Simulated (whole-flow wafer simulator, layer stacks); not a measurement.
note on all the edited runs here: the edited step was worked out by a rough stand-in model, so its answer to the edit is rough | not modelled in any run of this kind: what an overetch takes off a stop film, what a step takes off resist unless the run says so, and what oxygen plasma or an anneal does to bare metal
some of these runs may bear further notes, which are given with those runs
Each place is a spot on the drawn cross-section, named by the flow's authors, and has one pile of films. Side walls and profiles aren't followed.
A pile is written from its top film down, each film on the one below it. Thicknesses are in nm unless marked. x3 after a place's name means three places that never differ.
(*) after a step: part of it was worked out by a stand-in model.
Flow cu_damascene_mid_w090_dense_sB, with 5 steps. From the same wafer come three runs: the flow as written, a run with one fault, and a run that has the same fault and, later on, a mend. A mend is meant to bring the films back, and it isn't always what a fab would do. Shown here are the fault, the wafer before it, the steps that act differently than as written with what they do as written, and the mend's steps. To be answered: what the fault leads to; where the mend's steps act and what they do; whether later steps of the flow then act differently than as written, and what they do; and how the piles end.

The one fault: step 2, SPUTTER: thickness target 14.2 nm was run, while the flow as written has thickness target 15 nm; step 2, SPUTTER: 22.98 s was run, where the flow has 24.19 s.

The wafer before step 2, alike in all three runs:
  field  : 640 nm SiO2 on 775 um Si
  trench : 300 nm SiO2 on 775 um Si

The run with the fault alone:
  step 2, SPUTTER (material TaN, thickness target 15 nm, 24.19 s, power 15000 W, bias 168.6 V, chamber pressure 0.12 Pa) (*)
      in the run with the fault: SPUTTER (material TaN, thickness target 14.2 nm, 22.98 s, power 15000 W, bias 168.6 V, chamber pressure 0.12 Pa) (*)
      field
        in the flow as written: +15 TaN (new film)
        in the run with the fault: +14.2 TaN (new film)
  Later steps of the flow that are run all act as written at every place that is followed, up to a difference of at most 2% or 0.5 nm, whichever is larger.
  By the end, the piles at field depart from the flow's by more than 2% or 0.5 nm, whichever is larger.
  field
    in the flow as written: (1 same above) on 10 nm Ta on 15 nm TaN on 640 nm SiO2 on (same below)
    in the run with the fault: (1 same above) on 10 nm Ta on 14.2 nm TaN on 640 nm SiO2 on (same below)

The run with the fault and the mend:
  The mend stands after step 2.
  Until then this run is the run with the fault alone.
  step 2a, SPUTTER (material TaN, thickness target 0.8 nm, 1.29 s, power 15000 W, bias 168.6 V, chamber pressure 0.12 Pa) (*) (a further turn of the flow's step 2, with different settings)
      field
        +0.8 TaN
      trench
        +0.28 TaN
  Later steps of the flow that are run all act as written at every place that is followed.
  The piles end only slightly different from the flow's at the places that both follow, by no more than 2% or 0.5 nm, whichever is larger.
